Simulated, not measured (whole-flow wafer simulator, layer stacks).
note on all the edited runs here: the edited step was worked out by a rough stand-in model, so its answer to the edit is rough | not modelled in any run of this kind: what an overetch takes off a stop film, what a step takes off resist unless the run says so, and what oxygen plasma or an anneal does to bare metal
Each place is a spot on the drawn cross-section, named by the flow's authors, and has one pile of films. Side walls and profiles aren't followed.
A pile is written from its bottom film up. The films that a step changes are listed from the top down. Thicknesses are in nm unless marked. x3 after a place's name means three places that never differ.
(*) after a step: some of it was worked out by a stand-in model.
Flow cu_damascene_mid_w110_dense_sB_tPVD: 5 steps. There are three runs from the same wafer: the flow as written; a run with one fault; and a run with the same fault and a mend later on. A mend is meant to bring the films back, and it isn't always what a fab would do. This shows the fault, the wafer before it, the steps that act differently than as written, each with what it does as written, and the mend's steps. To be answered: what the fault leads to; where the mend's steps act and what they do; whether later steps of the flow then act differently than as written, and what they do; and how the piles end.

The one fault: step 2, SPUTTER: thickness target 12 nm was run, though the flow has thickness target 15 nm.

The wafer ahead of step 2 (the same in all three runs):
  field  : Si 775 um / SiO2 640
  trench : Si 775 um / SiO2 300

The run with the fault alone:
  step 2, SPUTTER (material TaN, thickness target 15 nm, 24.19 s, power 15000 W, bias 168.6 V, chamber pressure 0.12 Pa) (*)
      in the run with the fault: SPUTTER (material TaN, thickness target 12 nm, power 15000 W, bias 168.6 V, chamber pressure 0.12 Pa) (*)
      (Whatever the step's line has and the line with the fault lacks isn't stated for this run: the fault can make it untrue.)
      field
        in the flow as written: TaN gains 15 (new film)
        in the run with the fault: TaN gains 12 (new film)
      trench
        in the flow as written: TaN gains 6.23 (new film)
        in the run with the fault: TaN gains 4.98 (new film)
  Every later step of the flow that is run acts as written, at every place that is followed, to within 2% or 0.5 nm, whichever is larger.
  At field, trench, the piles at the end differ from the flow's by more than 2% or 0.5 nm, whichever is larger.
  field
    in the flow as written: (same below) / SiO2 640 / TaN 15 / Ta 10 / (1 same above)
    in the run with the fault: (same below) / SiO2 640 / TaN 12 / Ta 10 / (1 same above)
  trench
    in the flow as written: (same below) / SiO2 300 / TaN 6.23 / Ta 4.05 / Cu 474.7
    in the run with the fault: (same below) / SiO2 300 / TaN 4.98 / Ta 4.08 / Cu 472.9

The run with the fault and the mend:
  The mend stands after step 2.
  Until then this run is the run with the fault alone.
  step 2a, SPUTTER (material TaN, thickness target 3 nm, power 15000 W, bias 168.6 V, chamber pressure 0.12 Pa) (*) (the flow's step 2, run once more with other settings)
      field
        TaN gains 3
      trench
        TaN gains 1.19
  Every later step of the flow that is run acts as written, at every place that is followed, to within 2% or 0.5 nm, whichever is larger.
  The piles end only slightly different from the flow's at the places that both follow, by no more than 2% or 0.5 nm, whichever is larger.
